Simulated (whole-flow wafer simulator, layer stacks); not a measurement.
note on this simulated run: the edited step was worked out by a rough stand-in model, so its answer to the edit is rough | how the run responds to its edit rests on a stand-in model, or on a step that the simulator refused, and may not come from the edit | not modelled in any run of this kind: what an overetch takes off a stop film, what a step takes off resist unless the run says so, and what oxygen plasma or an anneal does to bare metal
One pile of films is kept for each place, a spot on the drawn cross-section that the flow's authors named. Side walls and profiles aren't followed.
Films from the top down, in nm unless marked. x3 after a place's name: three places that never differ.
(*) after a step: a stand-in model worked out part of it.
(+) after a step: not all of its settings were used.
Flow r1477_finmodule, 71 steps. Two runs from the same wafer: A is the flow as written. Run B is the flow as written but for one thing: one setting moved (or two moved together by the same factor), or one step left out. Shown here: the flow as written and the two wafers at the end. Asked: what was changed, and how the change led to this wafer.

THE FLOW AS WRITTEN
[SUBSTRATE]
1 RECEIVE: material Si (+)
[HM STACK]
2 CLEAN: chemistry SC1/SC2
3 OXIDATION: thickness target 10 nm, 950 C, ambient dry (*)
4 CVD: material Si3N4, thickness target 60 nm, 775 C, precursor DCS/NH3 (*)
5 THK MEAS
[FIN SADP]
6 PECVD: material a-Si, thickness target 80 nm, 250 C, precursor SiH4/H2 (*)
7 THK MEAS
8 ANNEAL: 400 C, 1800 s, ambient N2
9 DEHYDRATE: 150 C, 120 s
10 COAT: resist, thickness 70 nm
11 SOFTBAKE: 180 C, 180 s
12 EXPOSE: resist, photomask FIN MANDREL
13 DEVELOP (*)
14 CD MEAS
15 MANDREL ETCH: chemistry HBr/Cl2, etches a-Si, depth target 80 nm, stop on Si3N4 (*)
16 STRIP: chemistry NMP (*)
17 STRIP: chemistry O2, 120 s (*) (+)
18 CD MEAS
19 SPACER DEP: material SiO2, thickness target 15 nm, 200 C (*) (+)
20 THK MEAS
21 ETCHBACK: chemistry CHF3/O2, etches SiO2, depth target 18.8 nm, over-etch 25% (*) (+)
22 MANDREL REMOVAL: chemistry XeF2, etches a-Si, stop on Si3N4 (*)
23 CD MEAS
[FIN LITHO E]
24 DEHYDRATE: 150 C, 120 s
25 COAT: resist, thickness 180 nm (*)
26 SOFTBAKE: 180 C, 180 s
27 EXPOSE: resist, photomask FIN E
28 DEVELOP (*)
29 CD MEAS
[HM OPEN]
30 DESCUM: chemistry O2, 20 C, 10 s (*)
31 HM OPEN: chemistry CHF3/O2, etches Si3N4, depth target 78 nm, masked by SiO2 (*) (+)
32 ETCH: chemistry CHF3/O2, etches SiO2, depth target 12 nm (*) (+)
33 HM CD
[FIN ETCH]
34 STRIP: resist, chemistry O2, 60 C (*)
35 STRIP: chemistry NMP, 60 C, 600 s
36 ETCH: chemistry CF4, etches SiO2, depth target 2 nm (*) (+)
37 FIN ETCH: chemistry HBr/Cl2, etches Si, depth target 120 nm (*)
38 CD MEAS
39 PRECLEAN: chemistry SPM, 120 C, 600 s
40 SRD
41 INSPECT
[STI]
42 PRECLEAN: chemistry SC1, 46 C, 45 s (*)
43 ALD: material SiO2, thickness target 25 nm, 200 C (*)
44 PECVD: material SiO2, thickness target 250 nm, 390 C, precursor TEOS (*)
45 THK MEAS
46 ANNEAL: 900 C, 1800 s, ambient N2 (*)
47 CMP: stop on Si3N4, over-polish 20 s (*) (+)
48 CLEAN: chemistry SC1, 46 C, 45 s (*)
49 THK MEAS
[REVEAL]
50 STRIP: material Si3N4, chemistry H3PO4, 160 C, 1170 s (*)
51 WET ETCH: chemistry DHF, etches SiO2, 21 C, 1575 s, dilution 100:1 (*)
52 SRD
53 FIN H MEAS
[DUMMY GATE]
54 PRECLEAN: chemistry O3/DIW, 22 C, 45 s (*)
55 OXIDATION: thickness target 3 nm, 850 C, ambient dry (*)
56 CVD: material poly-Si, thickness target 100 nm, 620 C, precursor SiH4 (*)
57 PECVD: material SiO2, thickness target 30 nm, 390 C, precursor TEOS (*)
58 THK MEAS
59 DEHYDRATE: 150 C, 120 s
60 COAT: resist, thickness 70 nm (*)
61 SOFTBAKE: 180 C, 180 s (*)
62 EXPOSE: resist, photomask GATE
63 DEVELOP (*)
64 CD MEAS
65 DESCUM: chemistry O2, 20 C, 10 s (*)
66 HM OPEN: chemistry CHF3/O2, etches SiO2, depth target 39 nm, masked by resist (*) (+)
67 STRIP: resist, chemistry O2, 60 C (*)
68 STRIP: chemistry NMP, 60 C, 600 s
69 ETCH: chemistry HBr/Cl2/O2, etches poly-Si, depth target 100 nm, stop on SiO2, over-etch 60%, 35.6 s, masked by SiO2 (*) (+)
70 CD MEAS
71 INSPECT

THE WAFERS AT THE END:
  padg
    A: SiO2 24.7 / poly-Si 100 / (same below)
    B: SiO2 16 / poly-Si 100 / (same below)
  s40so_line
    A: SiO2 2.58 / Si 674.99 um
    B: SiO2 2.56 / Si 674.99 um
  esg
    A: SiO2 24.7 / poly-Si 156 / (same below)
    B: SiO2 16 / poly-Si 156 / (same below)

The cause: step 57, PECVD: thickness target 21.3 nm was run, where the flow has thickness target 30 nm.

How the change led to this, step by step:
  57 PECVD: material SiO2, thickness target 30 nm, 390 C, precursor TEOS (*)
      pad, padg, elg and 33 more: A SiO2 +30 (new film) | B SiO2 +21.3 (new film)
  66 HM OPEN: chemistry CHF3/O2, etches SiO2, depth target 39 nm, masked by resist (*) (+)
      pad, elo, eso and 15 more: A SiO2 -30 (all of it), poly-Si -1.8 | B SiO2 -21.3 (all of it), poly-Si -2.13
      padg, elg, esg and 15 more: A resist -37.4 | B resist -30.6
  67 STRIP: resist, chemistry O2, 60 C (*)
      padg, elg, esg: A resist -15.9 (all of it) | B resist -22.6 (all of it)
      e40lg, e100lg, e200lg: A resist -12.8 (all of it) | B resist -19.5 (all of it)
      (and at 12 more places)
